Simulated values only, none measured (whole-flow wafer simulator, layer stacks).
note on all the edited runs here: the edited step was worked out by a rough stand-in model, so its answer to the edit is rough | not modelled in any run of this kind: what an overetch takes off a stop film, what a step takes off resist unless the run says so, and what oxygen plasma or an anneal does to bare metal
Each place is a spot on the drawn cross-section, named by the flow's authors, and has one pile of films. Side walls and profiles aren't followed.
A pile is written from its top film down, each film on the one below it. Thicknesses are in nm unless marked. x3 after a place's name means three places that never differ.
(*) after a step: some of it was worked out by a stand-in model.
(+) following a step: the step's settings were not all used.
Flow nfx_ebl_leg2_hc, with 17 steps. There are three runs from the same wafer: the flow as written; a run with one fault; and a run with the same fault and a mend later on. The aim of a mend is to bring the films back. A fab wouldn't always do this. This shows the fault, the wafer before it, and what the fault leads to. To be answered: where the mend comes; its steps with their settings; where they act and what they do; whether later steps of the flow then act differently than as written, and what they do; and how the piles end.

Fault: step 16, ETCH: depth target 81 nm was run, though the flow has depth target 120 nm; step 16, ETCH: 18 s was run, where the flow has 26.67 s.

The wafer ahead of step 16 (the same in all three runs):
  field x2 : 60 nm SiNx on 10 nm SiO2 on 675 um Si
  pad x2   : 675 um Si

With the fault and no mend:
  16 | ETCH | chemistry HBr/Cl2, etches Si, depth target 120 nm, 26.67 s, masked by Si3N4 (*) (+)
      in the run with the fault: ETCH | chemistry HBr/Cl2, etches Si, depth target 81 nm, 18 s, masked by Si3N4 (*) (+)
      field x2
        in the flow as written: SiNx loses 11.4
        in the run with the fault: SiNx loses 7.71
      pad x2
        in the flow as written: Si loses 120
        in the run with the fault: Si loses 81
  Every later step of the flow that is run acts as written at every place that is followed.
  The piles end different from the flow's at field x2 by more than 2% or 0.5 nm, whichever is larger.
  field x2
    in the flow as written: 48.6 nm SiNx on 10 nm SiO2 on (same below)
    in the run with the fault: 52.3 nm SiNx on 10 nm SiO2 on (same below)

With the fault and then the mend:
  After step 17 comes the mend.
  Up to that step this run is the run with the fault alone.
  17a | ETCH | chemistry HBr/Cl2, etches Si, depth target 39 nm, 8.667 s, masked by Si3N4 (*) (+) (a further turn of the flow's step 16, with different settings)
      field x2
        SiNx loses 3.71
      pad x2
        Si loses 39
  Every later step of the flow that is run acts as written at every place that is followed.
  By the end, the piles equal the flow's at every place that both follow.
